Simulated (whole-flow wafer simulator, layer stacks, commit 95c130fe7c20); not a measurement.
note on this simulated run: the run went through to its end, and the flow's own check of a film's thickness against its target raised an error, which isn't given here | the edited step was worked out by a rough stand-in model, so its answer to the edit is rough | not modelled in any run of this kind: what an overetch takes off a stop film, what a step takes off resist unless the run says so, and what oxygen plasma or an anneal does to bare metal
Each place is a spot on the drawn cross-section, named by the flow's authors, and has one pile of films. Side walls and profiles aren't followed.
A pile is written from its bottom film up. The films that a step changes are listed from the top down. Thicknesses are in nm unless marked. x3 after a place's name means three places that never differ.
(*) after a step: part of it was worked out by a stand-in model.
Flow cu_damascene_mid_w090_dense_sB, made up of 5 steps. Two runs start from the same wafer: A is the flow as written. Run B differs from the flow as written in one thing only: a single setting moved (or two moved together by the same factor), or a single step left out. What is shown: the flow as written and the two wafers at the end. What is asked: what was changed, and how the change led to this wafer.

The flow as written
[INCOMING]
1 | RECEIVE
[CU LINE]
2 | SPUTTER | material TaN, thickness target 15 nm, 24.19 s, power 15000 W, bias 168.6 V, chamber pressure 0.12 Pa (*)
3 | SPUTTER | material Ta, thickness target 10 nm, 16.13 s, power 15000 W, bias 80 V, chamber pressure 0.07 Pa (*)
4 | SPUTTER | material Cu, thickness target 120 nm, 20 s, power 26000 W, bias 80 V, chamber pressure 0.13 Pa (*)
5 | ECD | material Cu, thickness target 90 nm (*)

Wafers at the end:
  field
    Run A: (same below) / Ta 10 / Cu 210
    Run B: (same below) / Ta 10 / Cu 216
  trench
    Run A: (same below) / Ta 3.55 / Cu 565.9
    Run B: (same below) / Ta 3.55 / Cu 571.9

What caused this: step 4, SPUTTER: thickness target 126 nm was run, whereas the flow has thickness target 120 nm; step 4, SPUTTER: 21 s was run, where the flow has 20 s.

The path from the change to this, step by step:
  4 | SPUTTER | material Cu, thickness target 120 nm, 20 s, power 26000 W, bias 80 V, chamber pressure 0.13 Pa (*)
      field: A +120 Cu (new film) | B +126 Cu (new film)
      trench: A +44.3 Cu (new film) | B +46.6 Cu (new film)
